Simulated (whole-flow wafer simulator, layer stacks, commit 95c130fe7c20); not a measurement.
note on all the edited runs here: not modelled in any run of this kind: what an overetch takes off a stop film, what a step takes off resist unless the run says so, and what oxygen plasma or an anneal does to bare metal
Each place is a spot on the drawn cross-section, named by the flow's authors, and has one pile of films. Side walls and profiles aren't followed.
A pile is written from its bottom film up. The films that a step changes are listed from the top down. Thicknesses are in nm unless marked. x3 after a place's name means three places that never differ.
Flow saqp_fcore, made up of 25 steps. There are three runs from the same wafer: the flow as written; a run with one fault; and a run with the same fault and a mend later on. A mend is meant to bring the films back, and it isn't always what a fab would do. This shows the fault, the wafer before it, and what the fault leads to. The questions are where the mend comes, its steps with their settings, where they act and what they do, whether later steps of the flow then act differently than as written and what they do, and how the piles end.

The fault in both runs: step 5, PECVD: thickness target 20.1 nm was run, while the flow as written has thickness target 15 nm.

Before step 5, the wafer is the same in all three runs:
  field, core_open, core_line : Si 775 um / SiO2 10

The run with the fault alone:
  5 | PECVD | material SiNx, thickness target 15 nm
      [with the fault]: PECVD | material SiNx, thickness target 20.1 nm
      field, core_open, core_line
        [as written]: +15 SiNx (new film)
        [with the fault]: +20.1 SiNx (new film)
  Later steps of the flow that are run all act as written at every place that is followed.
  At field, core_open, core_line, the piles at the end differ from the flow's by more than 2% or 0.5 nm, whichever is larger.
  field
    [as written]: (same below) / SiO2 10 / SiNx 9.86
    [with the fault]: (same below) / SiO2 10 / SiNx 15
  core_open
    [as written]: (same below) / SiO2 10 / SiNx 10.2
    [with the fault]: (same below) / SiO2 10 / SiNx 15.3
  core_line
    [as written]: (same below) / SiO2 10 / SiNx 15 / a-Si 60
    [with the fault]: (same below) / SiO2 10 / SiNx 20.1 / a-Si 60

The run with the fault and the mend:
  The mend stands after step 5.
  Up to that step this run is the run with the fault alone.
  5a | ETCH | chemistry h3po4, depth target 23.11 nm
      field, core_open, core_line
        -20.1 SiNx (all of it)
  5b | PECVD | material SiNx, thickness target 15 nm (the flow's step 5, run once more)
      field, core_open, core_line
        +15 SiNx (new film)
  Later steps of the flow that are run all act as written at every place that is followed.
  The piles end the same as the flow's at every place that both follow.
